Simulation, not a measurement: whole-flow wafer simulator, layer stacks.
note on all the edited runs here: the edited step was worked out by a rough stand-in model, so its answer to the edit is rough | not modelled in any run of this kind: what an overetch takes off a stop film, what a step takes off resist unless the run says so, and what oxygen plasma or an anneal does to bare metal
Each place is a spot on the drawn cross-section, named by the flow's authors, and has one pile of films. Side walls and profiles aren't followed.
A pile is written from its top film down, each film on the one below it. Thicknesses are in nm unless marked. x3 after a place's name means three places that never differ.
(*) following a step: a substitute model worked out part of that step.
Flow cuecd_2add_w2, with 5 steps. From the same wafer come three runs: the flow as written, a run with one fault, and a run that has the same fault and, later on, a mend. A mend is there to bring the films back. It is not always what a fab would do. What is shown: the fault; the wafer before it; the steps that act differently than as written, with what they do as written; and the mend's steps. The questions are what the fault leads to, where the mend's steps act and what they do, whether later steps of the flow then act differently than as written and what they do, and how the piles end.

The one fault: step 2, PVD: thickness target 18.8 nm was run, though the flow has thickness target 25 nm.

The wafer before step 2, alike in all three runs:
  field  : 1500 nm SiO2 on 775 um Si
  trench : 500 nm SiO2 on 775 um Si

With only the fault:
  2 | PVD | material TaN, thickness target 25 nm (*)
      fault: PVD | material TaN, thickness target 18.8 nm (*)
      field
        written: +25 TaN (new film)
        fault: +18.8 TaN (new film)
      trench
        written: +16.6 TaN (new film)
        fault: +12.5 TaN (new film)
  None of the later steps of the flow differs from how it acts as written, at any place that is followed, by more than 2% or 0.5 nm, whichever is larger.
  The piles end different from the flow's at field, trench by more than 2% or 0.5 nm, whichever is larger.
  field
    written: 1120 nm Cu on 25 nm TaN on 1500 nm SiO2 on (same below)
    fault: 1120 nm Cu on 18.8 nm TaN on 1500 nm SiO2 on (same below)
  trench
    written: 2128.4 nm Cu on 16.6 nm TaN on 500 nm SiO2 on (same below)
    fault: 2126.3 nm Cu on 12.5 nm TaN on 500 nm SiO2 on (same below)

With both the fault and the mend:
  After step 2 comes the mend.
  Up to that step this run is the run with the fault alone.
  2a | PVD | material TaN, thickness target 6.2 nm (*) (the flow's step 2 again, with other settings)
      field
        +6.2 TaN
      trench
        +4.09 TaN
  None of the later steps of the flow acts differently than as written at any place that is followed.
  At every place that both follow, the piles at the end match the flow's.
